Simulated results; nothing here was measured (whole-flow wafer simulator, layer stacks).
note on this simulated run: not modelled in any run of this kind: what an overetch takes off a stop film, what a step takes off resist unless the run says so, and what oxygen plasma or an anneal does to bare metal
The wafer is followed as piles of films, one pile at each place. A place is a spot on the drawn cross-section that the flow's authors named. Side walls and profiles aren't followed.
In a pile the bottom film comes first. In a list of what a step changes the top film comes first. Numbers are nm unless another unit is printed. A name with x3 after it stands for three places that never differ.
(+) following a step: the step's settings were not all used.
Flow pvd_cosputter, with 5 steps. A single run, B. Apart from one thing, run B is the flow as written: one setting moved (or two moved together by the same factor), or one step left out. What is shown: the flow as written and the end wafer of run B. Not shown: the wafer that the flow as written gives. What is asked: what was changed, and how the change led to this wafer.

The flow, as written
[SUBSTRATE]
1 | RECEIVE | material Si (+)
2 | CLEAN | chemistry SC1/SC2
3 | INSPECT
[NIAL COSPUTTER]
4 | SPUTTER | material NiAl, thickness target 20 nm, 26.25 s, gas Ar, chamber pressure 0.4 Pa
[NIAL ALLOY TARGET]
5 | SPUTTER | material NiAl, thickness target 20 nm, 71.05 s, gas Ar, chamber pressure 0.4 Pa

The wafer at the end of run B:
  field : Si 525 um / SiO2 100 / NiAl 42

Cause: step 5, SPUTTER: thickness target 22 nm was run, while the flow as written has thickness target 20 nm; step 5, SPUTTER: 78.16 s was run, where the flow has 71.05 s.

How this came from the change, step by step:
  5 | SPUTTER | material NiAl, thickness target 20 nm, 71.05 s, gas Ar, chamber pressure 0.4 Pa
      field: NiAl gains 22 (as written it would have been: NiAl gains 20)
